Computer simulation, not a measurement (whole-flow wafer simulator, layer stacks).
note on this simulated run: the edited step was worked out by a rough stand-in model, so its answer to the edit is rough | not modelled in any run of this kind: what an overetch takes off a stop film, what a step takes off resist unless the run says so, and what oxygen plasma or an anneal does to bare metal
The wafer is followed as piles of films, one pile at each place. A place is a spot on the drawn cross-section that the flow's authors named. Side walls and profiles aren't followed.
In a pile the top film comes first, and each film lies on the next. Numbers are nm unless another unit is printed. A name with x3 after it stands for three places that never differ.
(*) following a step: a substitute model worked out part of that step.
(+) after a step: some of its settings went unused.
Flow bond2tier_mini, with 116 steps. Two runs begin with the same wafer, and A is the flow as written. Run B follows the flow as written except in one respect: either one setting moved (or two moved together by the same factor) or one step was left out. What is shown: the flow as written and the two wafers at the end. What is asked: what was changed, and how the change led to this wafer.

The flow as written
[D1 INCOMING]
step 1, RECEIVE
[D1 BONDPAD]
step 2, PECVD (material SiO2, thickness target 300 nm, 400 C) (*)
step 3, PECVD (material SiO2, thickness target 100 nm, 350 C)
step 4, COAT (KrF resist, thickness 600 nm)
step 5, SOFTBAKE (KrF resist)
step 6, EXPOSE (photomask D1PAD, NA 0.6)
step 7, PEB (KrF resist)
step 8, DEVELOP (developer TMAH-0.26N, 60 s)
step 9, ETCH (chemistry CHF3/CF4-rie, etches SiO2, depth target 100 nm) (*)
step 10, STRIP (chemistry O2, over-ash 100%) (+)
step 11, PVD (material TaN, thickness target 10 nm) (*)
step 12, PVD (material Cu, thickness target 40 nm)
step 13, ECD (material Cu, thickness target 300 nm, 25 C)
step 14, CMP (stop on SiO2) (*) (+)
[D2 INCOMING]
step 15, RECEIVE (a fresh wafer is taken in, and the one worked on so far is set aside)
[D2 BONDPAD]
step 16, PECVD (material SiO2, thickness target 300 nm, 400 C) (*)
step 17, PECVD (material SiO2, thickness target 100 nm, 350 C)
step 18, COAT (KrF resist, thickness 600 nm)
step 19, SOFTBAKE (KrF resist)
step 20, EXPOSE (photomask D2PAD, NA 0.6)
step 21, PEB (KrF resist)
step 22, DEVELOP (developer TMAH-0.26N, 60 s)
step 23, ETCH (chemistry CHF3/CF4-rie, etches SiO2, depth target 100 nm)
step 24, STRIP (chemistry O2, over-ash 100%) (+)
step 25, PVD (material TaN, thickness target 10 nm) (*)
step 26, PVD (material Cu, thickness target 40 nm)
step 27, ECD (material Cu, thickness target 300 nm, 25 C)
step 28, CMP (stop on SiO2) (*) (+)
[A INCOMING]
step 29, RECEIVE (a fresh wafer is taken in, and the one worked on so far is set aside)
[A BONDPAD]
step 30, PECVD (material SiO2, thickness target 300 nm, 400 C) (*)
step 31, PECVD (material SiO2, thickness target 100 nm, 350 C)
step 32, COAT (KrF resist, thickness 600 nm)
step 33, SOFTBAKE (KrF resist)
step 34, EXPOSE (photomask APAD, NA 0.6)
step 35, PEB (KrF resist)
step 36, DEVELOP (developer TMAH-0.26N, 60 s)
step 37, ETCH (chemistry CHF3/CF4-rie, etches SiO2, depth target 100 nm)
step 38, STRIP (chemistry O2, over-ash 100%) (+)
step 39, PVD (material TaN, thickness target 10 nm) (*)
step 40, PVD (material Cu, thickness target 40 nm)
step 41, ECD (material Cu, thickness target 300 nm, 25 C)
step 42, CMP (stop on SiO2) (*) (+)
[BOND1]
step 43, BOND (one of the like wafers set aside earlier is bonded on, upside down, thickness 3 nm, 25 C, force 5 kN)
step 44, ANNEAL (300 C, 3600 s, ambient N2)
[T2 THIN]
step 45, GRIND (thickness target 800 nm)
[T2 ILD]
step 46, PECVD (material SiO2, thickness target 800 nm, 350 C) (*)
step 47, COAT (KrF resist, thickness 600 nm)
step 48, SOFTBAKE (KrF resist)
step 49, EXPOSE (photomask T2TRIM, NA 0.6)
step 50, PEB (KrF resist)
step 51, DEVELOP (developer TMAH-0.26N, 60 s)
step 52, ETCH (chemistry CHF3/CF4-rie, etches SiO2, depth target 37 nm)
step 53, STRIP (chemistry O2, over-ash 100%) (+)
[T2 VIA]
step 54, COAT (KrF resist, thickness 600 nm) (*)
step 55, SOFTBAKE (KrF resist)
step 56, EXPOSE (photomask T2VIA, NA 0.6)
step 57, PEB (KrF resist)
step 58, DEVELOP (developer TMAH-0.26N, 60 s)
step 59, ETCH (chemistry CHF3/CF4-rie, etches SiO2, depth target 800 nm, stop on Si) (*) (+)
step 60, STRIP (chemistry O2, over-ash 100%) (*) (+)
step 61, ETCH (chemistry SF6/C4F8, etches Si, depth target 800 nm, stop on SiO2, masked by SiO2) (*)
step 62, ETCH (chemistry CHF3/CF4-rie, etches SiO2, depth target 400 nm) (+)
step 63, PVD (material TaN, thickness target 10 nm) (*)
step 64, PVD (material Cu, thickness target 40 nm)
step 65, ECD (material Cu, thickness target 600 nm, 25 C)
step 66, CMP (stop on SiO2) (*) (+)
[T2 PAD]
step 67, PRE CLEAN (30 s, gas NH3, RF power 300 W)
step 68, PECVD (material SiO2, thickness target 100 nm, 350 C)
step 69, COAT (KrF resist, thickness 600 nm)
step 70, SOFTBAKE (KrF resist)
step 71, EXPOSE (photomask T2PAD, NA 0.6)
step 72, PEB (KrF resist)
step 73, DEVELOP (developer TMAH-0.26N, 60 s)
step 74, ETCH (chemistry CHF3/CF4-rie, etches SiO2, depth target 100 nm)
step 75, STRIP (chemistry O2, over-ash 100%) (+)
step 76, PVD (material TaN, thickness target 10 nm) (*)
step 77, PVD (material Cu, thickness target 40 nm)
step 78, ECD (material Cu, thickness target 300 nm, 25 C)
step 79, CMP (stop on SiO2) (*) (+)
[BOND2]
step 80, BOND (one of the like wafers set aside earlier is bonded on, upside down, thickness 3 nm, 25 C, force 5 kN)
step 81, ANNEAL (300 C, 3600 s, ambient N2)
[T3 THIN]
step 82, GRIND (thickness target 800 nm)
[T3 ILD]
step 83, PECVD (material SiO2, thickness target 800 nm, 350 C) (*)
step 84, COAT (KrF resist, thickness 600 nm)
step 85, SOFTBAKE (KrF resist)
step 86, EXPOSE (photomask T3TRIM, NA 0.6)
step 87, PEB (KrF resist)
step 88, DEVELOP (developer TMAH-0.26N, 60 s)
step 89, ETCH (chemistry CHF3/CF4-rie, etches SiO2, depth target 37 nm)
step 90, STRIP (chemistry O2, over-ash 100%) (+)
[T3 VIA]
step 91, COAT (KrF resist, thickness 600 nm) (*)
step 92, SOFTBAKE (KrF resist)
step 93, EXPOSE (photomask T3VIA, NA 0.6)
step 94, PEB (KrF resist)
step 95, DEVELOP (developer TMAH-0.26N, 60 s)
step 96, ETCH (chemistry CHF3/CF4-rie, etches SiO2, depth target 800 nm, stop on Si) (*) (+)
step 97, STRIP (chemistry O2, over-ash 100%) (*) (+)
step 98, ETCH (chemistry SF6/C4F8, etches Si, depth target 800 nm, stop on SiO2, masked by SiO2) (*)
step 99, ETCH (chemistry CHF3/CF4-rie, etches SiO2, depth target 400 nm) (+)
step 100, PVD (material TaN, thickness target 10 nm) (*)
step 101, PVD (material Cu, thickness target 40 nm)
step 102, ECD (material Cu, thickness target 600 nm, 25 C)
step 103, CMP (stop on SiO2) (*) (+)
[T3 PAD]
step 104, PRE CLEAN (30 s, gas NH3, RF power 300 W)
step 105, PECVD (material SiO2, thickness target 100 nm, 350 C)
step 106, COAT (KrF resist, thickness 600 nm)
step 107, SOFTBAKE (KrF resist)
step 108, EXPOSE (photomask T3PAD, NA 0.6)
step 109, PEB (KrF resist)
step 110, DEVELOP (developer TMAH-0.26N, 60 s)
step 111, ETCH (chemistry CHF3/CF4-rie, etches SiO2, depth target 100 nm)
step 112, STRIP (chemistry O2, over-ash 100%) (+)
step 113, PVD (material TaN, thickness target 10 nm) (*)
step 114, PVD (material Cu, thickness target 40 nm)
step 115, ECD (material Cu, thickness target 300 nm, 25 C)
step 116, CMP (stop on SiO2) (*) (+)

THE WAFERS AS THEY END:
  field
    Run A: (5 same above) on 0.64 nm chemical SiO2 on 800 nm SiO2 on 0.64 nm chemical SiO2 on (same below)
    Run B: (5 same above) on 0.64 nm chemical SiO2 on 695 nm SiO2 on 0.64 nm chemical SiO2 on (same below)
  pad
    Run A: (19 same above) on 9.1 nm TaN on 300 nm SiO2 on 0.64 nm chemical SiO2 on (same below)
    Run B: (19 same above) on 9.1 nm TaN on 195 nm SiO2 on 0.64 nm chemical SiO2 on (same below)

The reason: step 30, PECVD: thickness target 195 nm was run, though the flow has thickness target 300 nm.
The wafer lets one read it off: pad has SiO2 195, and step 30 as written asks for 300 nm.

How this came from the change, step by step:
  step 30, PECVD (material SiO2, thickness target 300 nm, 400 C) (*)
      field, pad, via: A SiO2 gains 300 (new film) | B SiO2 gains 195 (new film)
